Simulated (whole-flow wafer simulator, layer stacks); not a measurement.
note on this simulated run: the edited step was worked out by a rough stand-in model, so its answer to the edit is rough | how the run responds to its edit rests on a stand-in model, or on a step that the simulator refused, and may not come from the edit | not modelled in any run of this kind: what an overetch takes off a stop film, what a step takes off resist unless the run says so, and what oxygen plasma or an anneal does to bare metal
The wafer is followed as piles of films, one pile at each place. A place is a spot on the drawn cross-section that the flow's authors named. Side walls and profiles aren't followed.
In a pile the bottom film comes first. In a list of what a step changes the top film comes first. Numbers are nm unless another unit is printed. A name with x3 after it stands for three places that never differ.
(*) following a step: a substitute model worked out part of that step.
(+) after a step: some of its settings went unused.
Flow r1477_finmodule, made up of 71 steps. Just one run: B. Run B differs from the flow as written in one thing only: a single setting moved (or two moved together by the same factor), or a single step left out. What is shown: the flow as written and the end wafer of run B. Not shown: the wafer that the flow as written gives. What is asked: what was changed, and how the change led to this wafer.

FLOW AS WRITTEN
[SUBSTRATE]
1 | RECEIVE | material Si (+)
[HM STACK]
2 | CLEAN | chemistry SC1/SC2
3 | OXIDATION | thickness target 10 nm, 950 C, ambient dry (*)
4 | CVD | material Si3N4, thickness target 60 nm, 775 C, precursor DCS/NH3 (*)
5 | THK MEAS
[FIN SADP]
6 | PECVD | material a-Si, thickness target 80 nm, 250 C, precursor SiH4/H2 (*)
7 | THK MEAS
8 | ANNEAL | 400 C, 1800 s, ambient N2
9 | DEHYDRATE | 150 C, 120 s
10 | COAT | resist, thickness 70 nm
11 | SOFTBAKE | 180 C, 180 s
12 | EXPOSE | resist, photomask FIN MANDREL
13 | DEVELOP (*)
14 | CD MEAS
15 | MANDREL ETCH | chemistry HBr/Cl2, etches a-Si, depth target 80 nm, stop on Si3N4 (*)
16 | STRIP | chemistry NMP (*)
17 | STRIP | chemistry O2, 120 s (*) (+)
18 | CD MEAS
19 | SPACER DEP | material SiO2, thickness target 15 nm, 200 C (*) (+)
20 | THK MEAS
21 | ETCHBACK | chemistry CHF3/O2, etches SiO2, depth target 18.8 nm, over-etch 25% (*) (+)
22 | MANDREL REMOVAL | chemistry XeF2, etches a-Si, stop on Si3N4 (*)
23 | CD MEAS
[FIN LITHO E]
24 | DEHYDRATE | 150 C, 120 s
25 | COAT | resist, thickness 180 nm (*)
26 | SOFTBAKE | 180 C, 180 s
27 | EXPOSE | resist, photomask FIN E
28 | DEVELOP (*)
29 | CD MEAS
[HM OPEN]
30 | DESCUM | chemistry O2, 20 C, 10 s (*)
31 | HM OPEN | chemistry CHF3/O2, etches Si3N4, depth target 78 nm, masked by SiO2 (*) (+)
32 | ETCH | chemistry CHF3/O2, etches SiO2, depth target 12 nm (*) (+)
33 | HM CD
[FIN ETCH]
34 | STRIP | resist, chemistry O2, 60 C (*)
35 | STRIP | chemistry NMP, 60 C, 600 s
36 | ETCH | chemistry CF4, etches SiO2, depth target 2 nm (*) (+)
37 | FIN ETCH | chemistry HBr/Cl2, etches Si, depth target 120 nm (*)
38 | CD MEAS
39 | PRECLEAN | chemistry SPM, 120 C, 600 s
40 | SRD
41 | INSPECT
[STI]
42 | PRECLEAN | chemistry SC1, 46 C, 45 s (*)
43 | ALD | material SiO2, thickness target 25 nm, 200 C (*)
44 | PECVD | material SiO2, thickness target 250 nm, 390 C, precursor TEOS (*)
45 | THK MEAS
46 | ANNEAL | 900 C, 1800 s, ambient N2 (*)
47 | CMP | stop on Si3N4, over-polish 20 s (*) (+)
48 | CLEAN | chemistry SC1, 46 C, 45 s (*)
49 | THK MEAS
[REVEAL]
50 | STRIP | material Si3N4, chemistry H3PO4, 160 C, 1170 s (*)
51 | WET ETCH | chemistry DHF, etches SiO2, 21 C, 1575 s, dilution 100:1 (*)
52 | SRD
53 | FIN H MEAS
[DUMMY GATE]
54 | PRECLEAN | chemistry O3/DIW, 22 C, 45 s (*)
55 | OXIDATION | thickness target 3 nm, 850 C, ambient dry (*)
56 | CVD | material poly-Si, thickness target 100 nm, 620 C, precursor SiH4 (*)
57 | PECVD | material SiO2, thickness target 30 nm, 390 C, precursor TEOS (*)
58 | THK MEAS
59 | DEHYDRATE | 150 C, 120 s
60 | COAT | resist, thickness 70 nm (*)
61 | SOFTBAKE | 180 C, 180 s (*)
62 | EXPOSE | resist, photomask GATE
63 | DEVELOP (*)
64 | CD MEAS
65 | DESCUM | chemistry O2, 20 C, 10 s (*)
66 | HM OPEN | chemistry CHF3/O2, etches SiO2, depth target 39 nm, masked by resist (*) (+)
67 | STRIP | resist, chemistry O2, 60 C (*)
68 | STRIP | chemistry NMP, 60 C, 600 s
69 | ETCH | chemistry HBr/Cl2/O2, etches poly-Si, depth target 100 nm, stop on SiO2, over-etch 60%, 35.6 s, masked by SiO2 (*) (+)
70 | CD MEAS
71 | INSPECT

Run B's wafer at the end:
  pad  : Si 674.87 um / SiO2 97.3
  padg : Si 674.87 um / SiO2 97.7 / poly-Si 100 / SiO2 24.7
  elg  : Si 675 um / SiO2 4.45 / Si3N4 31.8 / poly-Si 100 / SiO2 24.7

Cause: step 3, OXIDATION: 855 C was run, though the flow has 950 C.

Step by step, how the change led to this:
  3 | OXIDATION | thickness target 10 nm, 950 C, ambient dry (*)
      pad, padg, elg and 33 more: SiO2 gains 4.45 (new film), chemical SiO2 loses 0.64 (all of it), Si loses 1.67 (as written it would have been: SiO2 gains 10 (new film), chemical SiO2 loses 0.64 (all of it), Si loses 4.12)
  31 | HM OPEN | chemistry CHF3/O2, etches Si3N4, depth target 78 nm, masked by SiO2 (*) (+)
      s40cg, s45cg, s50cg, s40co, s45co, s50co: Si3N4 loses 60 (all of it), SiO2 loses 4.45 (all of it) (as written it would have been: Si3N4 loses 60 (all of it), SiO2 loses 9)
      pad, padg, esg and 13 more: Si3N4 loses 56.4 (all of it), SiO2 loses 4.45 (all of it) (as written it would have been: Si3N4 loses 56.4 (all of it), SiO2 loses 10 (all of it))
  32 | ETCH | chemistry CHF3/O2, etches SiO2, depth target 12 nm (*) (+)
      s40cg, s40co: Si loses 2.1 (as written it would have been: SiO2 loses 1 (all of it), Si loses 2.2)
      s45cg, s45co: Si loses 2.13 (as written it would have been: SiO2 loses 1 (all of it), Si loses 2.2)
      (as well as at 2 more places)
  43 | ALD | material SiO2, thickness target 25 nm, 200 C (*)
      s45cg, s50cg, s45co, s50co: SiO2 gains 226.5 (new film) (as written it would have been: SiO2 gains 232.1 (new film))
      s40cg, s40co: SiO2 gains 226.4 (new film) (as written it would have been: SiO2 gains 232.1 (new film))
      (as well as at 1 more place)
  47 | CMP | stop on Si3N4, over-polish 20 s (*) (+)
      pad, padg, e40sg and 11 more: SiO2 loses 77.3 (as written it would have been: SiO2 loses 71.8)
      eso: SiO2 loses 77.9 (as written it would have been: SiO2 loses 72.4)
  51 | WET ETCH | chemistry DHF, etches SiO2, 21 C, 1575 s, dilution 100:1 (*)
      s40sg_line, s45sg_line, s50sg_line, s40so_line, s45so_line, s50so_line: SiO2 loses 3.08 (all of it) (as written it would have been: SiO2 loses 8.63 (all of it))
  56 | CVD | material poly-Si, thickness target 100 nm, 620 C, precursor SiH4 (*)
      s40cg, s40co: poly-Si gains 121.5 (new film) (as written it would have been: poly-Si gains 113.9 (new film))
      s45cg, s45co: poly-Si gains 118.9 (new film) (as written it would have been: poly-Si gains 113.4 (new film))
      (as well as at 2 more places)
  60 | COAT | resist, thickness 70 nm (*)
      s40cg, s40co: resist gains 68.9 (new film) (as written it would have been: resist gains 70.6 (new film))
      s40sg, s40so: resist gains 96.9 (new film) (as written it would have been: resist gains 91 (new film))
      (as well as at 4 more places)
  63 | DEVELOP (*)
      s40co: resist loses 68.9 (all of it) (as written it would have been: resist loses 70.6 (all of it))
      s40so: resist loses 96.9 (all of it) (as written it would have been: resist loses 91 (all of it))
      (as well as at 2 more places)
  67 | STRIP | resist, chemistry O2, 60 C (*)
      s40cg: resist loses 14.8 (all of it) (as written it would have been: resist loses 16.5 (all of it))
      s40sg: resist loses 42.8 (all of it) (as written it would have been: resist loses 36.9 (all of it))
      (as well as at 2 more places)
  69 | ETCH | chemistry HBr/Cl2/O2, etches poly-Si, depth target 100 nm, stop on SiO2, over-etch 60%, 35.6 s, masked by SiO2 (*) (+)
      s40co: chemical SiO2 loses 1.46 (all of it), poly-Si loses 119 (all of it), SiO2 loses 0.2 (as written it would have been: chemical SiO2 loses 1.46 (all of it), poly-Si loses 111.5 (all of it), SiO2 loses 0.24)
      s45co: chemical SiO2 loses 1.46 (all of it), poly-Si loses 116.5 (all of it), SiO2 loses 0.22 (as written it would have been: chemical SiO2 loses 1.46 (all of it), poly-Si loses 110.9 (all of it), SiO2 loses 0.25)
      (as well as at 1 more place)
